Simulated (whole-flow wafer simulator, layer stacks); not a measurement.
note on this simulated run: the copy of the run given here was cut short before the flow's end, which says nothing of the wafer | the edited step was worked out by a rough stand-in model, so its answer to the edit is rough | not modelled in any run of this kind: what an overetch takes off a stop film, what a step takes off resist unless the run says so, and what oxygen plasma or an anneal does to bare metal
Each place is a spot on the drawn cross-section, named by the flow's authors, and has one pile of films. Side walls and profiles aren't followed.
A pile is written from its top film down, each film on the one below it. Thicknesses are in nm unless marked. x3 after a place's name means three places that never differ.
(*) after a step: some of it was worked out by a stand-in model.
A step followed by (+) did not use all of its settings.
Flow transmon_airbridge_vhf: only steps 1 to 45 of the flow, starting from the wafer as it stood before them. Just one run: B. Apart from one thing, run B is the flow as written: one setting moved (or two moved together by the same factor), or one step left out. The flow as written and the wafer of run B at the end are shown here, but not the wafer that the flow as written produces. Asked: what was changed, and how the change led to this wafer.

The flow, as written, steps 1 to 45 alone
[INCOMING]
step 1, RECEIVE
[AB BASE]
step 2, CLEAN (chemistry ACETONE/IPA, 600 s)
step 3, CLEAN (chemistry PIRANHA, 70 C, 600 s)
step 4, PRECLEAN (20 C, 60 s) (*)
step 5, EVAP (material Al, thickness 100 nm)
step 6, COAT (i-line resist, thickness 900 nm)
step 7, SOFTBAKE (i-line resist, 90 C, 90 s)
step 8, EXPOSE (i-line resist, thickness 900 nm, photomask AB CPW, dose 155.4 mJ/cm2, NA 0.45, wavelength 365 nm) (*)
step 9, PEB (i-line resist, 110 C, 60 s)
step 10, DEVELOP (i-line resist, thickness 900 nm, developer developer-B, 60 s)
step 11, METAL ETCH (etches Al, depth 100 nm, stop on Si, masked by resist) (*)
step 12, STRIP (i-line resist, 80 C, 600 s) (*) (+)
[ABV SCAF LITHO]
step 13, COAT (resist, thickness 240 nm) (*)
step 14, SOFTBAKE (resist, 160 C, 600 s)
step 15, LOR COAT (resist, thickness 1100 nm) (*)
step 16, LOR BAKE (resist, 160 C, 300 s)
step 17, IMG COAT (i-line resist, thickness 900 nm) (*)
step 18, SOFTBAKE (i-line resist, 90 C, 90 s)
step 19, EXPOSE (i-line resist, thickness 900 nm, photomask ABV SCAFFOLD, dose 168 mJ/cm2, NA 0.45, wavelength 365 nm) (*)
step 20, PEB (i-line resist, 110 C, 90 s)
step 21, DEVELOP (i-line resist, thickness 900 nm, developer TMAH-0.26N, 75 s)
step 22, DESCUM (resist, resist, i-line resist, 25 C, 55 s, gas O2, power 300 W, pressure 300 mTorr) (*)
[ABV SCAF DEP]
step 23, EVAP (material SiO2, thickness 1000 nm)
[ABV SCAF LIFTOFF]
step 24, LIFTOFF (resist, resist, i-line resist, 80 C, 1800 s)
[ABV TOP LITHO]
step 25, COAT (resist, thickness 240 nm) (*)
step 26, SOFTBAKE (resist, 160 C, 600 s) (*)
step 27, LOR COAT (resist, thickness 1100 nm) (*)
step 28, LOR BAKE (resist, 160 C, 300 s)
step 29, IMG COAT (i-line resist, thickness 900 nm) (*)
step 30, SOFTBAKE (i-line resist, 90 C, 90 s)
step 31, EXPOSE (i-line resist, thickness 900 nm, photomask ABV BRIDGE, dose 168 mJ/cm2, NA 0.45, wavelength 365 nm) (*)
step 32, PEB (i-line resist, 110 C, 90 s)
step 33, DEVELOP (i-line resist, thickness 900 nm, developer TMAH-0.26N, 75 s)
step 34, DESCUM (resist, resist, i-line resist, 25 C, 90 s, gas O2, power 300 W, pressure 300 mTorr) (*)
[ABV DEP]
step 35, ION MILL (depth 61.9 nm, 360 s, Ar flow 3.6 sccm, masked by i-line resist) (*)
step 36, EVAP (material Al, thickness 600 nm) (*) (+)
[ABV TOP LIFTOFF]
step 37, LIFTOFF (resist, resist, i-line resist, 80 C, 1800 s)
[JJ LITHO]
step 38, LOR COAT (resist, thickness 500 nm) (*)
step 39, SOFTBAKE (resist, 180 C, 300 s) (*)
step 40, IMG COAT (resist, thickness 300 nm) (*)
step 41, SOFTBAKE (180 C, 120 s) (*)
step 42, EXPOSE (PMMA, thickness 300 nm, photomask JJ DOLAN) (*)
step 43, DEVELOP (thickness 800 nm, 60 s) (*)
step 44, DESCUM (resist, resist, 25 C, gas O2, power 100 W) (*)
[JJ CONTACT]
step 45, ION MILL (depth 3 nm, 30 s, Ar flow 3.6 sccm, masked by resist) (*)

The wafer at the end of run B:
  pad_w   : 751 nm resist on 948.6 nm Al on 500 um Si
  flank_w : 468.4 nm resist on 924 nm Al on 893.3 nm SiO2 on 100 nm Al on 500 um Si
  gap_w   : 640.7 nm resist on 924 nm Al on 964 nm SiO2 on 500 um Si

The reason: step 36, EVAP: thickness 924 nm was run, whereas the flow has thickness 600 nm.
One can read it off the wafer: flank_w has Al 924, and step 36 as written asks for 600 nm.

How this came from the change, step by step:
  step 36, EVAP (material Al, thickness 600 nm) (*) (+)
      field x3, jj_line, ground_far and 10 more: +924 Al (new film) (as written it would have been: +600 Al (new film))
      pad_w, pad_e: +910.5 Al (as written it would have been: +591.2 Al)
  step 37, LIFTOFF (resist, resist, i-line resist, 80 C, 1800 s)
      field x3, jj_line, trace_open_s x2: -924 Al (all of it), -600 i-line resist (all of it), -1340 resist (all of it) (as written it would have been: -600 Al (all of it), -600 i-line resist (all of it), -1340 resist (all of it))
      margin_s, margin_n: -924 Al (all of it), -318.3 i-line resist (all of it), -992 resist (all of it) (as written it would have been: -600 Al (all of it), -318.3 i-line resist (all of it), -992 resist (all of it))
      (and at 1 other place as well)
  step 38, LOR COAT (resist, thickness 500 nm) (*)
      pad_w, pad_e: +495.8 resist (new film) (as written it would have been: +517 resist (new film))
      flank_w, flank_e: +298.5 resist (new film) (as written it would have been: +306.5 resist (new film))
      (and at 6 other places as well)
  step 40, IMG COAT (resist, thickness 300 nm) (*)
      pad_w, pad_e: +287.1 resist (as written it would have been: +300.1 resist)
      flank_w, flank_e: +201.7 resist (as written it would have been: +212.1 resist)
      (and at 6 other places as well)
